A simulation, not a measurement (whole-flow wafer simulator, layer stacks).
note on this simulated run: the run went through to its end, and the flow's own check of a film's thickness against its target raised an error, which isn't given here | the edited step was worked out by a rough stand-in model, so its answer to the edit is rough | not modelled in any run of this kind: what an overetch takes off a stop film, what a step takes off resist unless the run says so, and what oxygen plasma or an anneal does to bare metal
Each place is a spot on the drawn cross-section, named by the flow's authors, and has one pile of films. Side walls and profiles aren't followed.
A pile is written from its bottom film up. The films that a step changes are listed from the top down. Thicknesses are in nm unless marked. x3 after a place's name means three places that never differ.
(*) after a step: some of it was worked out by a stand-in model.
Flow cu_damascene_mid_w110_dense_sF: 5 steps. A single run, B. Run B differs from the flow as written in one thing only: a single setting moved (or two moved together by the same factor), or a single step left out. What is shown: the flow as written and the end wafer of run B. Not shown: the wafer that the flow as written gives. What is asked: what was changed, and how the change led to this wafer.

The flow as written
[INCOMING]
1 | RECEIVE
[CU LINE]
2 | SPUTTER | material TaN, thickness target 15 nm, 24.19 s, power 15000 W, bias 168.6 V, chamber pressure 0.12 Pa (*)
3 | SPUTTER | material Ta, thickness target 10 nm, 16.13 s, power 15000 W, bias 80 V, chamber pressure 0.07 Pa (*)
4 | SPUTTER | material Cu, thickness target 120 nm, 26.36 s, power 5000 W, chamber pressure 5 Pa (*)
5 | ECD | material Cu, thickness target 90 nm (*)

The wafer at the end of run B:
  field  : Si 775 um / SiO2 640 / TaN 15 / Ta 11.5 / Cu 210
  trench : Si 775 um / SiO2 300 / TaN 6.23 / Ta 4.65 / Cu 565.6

Cause: step 3, SPUTTER: thickness target 11.5 nm was run, while the flow as written has thickness target 10 nm; step 3, SPUTTER: 18.55 s was run, where the flow has 16.13 s.
The wafer lets one read it off: field has Ta 11.5, and step 3 as written asks for 10 nm.

The path from the change to this, step by step:
  3 | SPUTTER | material Ta, thickness target 10 nm, 16.13 s, power 15000 W, bias 80 V, chamber pressure 0.07 Pa (*)
      field: Ta gains 11.5 (new film) (in the flow as written it would be: Ta gains 10 (new film))
      trench: Ta gains 4.65 (new film) (in the flow as written it would be: Ta gains 4.05 (new film))
